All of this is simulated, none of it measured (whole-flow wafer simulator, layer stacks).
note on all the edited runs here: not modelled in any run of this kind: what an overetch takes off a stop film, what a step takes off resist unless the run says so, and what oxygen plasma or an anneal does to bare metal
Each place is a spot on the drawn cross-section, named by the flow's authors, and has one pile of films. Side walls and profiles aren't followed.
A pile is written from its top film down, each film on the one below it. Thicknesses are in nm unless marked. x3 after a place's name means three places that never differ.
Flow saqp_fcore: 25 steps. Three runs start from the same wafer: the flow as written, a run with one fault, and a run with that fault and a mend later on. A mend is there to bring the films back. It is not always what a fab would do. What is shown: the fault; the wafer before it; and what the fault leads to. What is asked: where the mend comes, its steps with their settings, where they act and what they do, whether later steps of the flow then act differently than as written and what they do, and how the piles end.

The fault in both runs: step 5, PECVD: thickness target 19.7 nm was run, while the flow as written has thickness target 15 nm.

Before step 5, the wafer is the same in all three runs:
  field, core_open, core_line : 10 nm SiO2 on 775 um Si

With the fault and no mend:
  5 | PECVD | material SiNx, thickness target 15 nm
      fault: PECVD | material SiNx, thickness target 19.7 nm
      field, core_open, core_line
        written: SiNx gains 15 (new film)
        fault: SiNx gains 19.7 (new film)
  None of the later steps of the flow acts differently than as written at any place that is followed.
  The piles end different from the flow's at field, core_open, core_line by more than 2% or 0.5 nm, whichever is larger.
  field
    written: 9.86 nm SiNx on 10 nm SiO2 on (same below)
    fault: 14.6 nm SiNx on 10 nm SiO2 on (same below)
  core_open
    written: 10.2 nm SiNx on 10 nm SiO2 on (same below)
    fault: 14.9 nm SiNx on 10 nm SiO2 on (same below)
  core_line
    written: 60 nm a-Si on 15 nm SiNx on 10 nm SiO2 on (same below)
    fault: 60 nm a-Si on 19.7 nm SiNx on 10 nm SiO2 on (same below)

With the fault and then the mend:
  The mend stands after step 5.
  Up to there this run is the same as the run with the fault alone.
  5a | ETCH | chemistry h3po4, depth target 22.65 nm
      field, core_open, core_line
        SiNx loses 19.7 (all of it)
  5b | PECVD | material SiNx, thickness target 15 nm (the flow's step 5, run once more)
      field, core_open, core_line
        SiNx gains 15 (new film)
  None of the later steps of the flow acts differently than as written at any place that is followed.
  The piles end the same as the flow's at every place that both follow.
